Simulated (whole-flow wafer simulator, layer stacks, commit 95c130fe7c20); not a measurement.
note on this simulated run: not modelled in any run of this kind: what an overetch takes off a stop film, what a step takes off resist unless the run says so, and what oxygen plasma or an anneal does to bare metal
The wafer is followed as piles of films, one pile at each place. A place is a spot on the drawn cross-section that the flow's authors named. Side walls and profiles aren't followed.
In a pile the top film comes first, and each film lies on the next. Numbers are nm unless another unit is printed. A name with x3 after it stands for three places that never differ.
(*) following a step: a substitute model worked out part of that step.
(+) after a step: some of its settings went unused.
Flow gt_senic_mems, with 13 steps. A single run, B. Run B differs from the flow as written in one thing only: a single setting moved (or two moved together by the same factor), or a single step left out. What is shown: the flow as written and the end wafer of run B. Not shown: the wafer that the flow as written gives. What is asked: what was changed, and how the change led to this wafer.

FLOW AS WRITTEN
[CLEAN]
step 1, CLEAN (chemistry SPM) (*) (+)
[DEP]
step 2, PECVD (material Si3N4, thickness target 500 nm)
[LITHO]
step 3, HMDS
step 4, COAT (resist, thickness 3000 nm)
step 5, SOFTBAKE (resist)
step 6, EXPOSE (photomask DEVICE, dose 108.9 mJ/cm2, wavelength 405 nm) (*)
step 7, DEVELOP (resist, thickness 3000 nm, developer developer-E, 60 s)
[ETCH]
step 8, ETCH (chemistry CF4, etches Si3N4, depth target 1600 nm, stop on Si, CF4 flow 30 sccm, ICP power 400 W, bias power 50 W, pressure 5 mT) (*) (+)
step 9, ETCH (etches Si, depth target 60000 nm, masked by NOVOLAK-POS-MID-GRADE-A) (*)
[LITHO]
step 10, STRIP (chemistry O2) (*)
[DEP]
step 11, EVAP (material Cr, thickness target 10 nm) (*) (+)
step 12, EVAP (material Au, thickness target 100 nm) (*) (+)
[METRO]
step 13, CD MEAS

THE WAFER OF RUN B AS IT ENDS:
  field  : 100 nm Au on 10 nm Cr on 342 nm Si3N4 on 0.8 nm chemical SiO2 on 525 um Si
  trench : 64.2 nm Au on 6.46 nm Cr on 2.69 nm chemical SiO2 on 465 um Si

What caused this: step 2, PECVD: thickness target 342 nm was run, while the flow as written has thickness target 500 nm.
One can read it off the wafer: field has Si3N4 342, and step 2 as written asks for 500 nm.

How this came from the change, step by step:
  step 2, PECVD (material Si3N4, thickness target 500 nm)
      field, trench: +342 Si3N4 (new film) (as written it would have been: +500 Si3N4 (new film))
  step 8, ETCH (chemistry CF4, etches Si3N4, depth target 1600 nm, stop on Si, CF4 flow 30 sccm, ICP power 400 W, bias power 50 W, pressure 5 mT) (*) (+)
      field: -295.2 resist (as written it would have been: -400.5 resist)
      trench: -342 Si3N4 (all of it), -0.8 chemical SiO2 (all of it) (as written it would have been: -500 Si3N4 (all of it), -0.8 chemical SiO2 (all of it))
  step 10, STRIP (chemistry O2) (*)
      field: -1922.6 resist (all of it) (as written it would have been: -1817.3 resist (all of it))
